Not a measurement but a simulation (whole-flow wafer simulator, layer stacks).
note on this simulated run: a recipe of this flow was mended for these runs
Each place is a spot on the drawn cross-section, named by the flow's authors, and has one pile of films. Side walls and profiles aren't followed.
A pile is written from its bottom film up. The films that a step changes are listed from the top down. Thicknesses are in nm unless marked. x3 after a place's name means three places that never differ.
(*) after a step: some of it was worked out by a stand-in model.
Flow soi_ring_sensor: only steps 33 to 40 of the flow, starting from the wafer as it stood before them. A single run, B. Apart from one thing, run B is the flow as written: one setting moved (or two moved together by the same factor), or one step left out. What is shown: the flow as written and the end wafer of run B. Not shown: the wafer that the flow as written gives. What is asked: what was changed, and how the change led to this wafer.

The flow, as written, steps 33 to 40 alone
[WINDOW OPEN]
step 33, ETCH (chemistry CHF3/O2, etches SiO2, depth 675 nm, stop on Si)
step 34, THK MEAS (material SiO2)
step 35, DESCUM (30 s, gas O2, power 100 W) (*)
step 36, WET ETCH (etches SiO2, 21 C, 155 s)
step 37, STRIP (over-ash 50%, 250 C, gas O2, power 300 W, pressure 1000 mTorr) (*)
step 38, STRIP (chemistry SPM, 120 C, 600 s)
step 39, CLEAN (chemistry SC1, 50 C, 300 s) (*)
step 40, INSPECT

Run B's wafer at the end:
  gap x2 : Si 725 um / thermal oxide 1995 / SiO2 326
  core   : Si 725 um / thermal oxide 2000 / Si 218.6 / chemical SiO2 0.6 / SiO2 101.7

What caused this: step 36, WET ETCH: etches SiO2, 21 C, 155 s, was not run.

How this came from the change, step by step:
  step 37, STRIP (over-ash 50%, 250 C, gas O2, power 300 W, pressure 1000 mTorr) (*)
      core: nothing (as written it would have been: chemical SiO2 gains 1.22 (new film), Si loses 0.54)
  step 39, CLEAN (chemistry SC1, 50 C, 300 s) (*)
      gap x2: SiO2 loses 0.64 (as written it would have been: thermal oxide loses 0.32)
      core: SiO2 loses 0.64 (as written it would have been: chemical SiO2 loses 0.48)
